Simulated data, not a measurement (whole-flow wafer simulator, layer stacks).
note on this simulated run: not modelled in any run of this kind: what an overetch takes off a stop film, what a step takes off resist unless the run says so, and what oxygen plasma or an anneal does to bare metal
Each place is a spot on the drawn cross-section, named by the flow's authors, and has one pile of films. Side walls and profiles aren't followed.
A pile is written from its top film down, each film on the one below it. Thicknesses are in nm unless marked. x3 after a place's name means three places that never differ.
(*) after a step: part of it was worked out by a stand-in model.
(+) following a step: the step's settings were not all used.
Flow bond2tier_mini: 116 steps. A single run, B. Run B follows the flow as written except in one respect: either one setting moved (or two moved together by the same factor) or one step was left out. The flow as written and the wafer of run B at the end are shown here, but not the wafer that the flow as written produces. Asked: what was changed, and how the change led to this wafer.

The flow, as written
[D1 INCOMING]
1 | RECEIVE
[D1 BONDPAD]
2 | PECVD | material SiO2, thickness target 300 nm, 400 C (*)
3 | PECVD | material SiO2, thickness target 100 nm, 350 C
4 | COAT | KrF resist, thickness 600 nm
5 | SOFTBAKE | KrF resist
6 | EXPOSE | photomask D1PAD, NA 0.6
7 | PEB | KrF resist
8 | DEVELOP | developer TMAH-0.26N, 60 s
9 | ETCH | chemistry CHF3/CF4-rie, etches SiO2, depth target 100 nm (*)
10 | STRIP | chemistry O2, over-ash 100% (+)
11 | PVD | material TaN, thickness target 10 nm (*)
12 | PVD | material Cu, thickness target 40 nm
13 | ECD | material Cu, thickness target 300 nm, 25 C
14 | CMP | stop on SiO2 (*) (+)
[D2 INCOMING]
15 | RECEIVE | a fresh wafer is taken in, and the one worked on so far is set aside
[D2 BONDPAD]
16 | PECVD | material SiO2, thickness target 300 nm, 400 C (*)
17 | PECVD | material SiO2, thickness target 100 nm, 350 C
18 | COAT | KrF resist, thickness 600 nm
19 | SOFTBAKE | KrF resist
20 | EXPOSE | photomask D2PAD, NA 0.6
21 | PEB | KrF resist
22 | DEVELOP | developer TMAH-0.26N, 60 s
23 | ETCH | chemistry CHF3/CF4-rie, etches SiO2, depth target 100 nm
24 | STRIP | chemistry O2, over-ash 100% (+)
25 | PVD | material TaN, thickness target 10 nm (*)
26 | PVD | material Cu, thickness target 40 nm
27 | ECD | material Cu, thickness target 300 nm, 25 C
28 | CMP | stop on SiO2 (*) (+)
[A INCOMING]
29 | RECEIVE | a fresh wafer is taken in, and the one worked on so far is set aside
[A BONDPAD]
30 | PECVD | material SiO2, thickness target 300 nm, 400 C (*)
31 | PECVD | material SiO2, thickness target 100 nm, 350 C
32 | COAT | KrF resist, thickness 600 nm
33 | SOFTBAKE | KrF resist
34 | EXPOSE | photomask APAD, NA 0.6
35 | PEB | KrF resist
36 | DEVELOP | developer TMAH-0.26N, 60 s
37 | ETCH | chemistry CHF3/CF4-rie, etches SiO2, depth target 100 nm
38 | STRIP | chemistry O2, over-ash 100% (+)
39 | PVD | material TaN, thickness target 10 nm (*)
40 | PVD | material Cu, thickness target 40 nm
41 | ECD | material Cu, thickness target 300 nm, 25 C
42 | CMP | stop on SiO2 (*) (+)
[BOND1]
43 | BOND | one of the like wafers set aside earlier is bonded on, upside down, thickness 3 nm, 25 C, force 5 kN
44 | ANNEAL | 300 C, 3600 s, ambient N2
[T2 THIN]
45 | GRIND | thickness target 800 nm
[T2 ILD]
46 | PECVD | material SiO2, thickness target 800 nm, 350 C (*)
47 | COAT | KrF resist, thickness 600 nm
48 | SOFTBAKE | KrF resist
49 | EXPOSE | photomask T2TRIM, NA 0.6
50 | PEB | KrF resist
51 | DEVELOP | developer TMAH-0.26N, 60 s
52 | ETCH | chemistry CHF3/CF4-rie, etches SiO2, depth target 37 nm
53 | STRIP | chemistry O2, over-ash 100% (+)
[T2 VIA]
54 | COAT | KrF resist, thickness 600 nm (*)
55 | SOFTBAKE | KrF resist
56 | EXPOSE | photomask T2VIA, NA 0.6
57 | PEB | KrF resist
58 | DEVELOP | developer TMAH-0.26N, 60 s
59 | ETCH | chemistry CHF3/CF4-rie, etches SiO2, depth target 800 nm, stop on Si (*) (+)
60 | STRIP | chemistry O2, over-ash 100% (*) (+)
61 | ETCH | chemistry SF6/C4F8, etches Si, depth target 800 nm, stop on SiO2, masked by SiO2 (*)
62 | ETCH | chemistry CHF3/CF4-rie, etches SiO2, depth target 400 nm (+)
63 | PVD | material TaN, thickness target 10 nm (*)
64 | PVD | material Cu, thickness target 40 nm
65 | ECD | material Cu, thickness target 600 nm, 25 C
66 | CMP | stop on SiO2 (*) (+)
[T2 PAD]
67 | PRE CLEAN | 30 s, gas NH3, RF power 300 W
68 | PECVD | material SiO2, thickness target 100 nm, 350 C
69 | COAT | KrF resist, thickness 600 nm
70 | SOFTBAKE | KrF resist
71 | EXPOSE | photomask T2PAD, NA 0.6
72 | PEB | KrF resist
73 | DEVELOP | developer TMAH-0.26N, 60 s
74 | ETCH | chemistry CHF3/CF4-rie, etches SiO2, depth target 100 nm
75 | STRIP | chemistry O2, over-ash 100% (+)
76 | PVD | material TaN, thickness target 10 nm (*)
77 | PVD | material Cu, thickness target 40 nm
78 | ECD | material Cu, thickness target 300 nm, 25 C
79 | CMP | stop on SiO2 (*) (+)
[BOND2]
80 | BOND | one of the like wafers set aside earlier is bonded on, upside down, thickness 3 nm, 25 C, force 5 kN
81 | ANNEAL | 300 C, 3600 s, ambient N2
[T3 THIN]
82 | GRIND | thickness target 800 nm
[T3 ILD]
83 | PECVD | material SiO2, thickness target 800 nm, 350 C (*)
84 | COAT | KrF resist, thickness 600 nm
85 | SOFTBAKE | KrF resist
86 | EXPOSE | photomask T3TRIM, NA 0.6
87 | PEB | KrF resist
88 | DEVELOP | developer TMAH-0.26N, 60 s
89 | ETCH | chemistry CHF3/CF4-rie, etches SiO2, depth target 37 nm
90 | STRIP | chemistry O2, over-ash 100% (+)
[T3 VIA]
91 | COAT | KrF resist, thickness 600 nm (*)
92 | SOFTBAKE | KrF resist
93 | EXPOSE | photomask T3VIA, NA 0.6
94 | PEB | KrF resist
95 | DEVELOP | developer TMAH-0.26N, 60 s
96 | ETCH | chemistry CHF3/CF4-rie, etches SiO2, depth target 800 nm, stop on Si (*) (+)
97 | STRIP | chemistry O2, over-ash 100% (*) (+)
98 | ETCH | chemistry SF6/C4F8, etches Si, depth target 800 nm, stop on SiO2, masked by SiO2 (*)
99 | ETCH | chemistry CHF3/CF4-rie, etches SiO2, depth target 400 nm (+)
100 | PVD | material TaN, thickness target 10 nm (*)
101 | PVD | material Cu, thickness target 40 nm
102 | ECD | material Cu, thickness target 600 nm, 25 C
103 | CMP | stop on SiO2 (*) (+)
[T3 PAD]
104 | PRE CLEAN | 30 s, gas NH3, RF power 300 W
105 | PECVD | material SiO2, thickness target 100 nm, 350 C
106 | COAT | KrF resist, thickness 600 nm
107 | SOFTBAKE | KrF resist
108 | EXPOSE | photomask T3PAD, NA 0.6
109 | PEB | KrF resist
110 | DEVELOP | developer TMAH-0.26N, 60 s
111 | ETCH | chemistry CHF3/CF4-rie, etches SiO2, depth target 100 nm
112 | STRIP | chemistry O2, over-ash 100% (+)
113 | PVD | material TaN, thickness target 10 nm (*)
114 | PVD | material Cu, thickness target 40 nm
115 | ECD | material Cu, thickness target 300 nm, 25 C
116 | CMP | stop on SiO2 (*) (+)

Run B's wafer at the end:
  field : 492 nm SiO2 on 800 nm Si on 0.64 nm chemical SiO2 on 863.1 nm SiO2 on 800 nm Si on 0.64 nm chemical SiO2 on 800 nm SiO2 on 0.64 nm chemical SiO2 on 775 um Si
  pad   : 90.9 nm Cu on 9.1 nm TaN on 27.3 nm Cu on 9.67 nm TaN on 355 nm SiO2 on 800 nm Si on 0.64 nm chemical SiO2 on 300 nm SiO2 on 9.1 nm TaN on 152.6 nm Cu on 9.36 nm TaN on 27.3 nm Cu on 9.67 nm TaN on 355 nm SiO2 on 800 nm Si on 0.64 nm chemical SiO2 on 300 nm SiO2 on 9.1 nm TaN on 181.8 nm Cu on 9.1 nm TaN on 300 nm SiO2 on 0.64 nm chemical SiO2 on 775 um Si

The reason: step 68, PECVD: thickness target 71.1 nm was run, while the flow as written has thickness target 100 nm; step 74, ETCH: depth target 71.1 nm was run, where the flow has depth target 100 nm.

Step by step, how the change led to this:
  68 | PECVD | material SiO2, thickness target 100 nm, 350 C
      field: +71.1 SiO2 (in the flow as written it would be: +100 SiO2)
      pad: +71.1 SiO2 (new film) (in the flow as written it would be: +100 SiO2 (new film))
  74 | ETCH | chemistry CHF3/CF4-rie, etches SiO2, depth target 100 nm
      field: -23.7 KrF resist (in the flow as written it would be: -33.3 KrF resist)
      pad: -71.1 SiO2 (all of it) (in the flow as written it would be: -100 SiO2 (all of it))
  77 | PVD | material Cu, thickness target 40 nm
      pad: +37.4 Cu (new film) (in the flow as written it would be: +36.4 Cu (new film))
  78 | ECD | material Cu, thickness target 300 nm, 25 C
      pad: +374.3 Cu (in the flow as written it would be: +404.5 Cu)
